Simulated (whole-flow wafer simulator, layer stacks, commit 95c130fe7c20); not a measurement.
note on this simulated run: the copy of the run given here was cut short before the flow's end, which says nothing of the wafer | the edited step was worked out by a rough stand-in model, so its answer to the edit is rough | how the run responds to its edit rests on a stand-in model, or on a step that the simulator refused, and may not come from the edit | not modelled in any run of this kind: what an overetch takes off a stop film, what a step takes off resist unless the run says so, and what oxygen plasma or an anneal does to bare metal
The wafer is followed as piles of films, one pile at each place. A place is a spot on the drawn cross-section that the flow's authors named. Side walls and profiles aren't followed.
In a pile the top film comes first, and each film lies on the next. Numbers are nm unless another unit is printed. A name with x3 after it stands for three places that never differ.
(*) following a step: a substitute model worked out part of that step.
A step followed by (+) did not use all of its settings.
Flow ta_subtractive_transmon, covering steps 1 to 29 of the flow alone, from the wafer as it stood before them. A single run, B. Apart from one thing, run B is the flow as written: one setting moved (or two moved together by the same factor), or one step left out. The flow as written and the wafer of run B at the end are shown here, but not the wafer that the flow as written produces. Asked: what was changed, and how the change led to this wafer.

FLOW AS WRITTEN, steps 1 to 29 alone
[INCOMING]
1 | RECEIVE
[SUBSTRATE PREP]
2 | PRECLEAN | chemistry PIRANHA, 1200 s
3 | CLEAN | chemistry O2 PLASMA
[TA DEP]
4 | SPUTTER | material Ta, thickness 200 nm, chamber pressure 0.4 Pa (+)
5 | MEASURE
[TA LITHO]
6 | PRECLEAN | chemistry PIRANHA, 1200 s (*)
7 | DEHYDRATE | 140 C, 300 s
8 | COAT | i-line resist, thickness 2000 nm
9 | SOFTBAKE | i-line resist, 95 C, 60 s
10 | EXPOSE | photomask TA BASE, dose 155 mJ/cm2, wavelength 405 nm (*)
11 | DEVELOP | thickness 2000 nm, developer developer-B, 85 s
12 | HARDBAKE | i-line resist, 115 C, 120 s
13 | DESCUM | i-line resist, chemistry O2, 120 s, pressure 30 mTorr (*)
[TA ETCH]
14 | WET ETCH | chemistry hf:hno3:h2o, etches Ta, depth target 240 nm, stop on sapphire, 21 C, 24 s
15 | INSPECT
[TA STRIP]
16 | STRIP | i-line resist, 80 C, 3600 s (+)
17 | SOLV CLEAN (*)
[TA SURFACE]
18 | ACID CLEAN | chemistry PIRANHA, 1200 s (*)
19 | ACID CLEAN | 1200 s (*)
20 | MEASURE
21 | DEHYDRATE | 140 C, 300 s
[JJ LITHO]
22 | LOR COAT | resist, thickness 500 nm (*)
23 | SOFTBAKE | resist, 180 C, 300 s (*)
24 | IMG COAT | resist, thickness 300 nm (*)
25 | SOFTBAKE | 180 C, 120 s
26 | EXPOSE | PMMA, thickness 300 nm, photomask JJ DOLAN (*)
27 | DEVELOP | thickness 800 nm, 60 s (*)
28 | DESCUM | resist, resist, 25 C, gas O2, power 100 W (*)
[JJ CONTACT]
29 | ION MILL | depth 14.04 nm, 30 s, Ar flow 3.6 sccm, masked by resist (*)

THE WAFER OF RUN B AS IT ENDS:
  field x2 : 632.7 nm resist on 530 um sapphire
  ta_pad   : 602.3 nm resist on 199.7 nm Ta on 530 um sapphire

The reason: step 24, IMG COAT: thickness 165 nm was run, though the flow has thickness 300 nm.

The path from the change to this, step by step:
  24 | IMG COAT | resist, thickness 300 nm (*)
      field x2, jj_line: resist gains 165 (in the flow as written it would be: resist gains 300)
      lead: resist gains 173.6 (in the flow as written it would be: resist gains 312.6)
      (and at 2 other places as well)
  27 | DEVELOP | thickness 800 nm, 60 s (*)
      jj_line: resist loses 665 (all of it) (in the flow as written it would be: resist loses 800 (all of it))
      lead: resist loses 728.4 (all of it) (in the flow as written it would be: resist loses 867.4 (all of it))
      (and at 1 other place as well)
